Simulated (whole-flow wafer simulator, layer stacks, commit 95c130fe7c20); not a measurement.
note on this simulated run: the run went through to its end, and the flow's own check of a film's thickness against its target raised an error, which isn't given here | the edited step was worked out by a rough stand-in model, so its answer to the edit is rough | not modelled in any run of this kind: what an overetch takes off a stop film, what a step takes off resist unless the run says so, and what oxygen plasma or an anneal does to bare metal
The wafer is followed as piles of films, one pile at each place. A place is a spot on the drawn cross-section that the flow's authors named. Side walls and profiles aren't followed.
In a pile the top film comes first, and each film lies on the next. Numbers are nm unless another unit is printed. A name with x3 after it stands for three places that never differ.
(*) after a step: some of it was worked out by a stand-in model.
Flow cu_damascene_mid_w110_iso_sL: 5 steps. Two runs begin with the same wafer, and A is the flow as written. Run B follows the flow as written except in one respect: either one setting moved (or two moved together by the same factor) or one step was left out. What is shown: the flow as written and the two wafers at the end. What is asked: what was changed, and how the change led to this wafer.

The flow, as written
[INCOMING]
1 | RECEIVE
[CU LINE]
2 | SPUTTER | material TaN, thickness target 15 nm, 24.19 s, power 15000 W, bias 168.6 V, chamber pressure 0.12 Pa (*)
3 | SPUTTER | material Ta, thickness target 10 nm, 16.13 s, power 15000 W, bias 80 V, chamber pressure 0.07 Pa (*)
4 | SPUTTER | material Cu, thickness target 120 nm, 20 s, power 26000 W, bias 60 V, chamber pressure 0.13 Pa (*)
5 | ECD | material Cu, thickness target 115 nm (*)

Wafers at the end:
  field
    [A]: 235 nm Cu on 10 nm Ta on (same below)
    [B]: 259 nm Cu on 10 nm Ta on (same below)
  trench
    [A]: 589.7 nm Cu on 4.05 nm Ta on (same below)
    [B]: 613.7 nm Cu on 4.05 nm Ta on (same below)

Cause: step 4, SPUTTER: thickness target 144 nm was run, though the flow has thickness target 120 nm; step 4, SPUTTER: 24 s was run, where the flow has 20 s.

How this came from the change, step by step:
  4 | SPUTTER | material Cu, thickness target 120 nm, 20 s, power 26000 W, bias 60 V, chamber pressure 0.13 Pa (*)
      field: A +120 Cu (new film) | B +144 Cu (new film)
      trench: A +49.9 Cu (new film) | B +59.9 Cu (new film)
  5 | ECD | material Cu, thickness target 115 nm (*)
      trench: A +539.8 Cu | B +553.8 Cu
